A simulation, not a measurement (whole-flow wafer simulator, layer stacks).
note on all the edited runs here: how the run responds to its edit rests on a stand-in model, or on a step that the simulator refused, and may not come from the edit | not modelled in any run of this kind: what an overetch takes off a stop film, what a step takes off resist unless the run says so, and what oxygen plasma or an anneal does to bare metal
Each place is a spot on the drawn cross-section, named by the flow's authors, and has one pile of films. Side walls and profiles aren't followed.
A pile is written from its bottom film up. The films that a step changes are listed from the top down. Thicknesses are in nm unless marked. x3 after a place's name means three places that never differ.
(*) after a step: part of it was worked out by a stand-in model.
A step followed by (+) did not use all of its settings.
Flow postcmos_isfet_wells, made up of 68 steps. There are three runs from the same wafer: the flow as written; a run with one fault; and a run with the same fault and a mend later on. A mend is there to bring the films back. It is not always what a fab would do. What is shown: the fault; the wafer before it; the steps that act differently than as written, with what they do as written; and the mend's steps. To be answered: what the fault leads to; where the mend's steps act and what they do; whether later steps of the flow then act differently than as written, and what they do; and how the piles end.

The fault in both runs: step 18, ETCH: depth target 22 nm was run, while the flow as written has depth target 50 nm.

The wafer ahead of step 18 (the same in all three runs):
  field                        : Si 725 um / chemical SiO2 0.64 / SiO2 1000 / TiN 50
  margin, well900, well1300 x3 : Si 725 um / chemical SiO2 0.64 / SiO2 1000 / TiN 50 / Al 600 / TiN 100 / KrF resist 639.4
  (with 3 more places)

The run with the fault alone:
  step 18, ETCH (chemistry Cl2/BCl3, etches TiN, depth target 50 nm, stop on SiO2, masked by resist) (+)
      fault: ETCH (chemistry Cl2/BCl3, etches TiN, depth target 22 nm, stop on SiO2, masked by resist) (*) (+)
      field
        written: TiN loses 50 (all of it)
        fault: TiN loses 22
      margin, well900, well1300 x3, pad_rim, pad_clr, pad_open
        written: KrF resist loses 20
        fault: KrF resist loses 8.8
  Steps later in the flow that act otherwise than as written (2 more steps, not shown, differ only slightly: by at most 2% or 0.5 nm, whichever is larger):
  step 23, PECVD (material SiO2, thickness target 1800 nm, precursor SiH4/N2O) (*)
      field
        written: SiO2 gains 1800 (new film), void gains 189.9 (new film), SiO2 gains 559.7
        fault: SiO2 gains 1800 (new film), void gains 169.2 (new film), SiO2 gains 552.8 (new film)
  By the end, the piles at field depart from the flow's by more than 2% or 0.5 nm, whichever is larger.
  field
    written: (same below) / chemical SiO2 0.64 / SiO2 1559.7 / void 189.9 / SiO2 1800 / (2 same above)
    fault: (same below) / chemical SiO2 0.64 / SiO2 1000 / TiN 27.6 / SiO2 552.8 / void 169.2 / SiO2 1800 / (2 same above)

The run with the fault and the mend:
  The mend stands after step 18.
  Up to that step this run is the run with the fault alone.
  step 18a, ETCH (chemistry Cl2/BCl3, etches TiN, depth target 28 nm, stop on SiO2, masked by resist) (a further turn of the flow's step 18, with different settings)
      margin, well900, well1300 x3, pad_rim, pad_clr, pad_open
        KrF resist loses 11.2
      field
        TiN loses 28 (all of it)
  Every later step of the flow that is run acts as written at every place that is followed.
  By the end, the piles equal the flow's at every place that both follow.
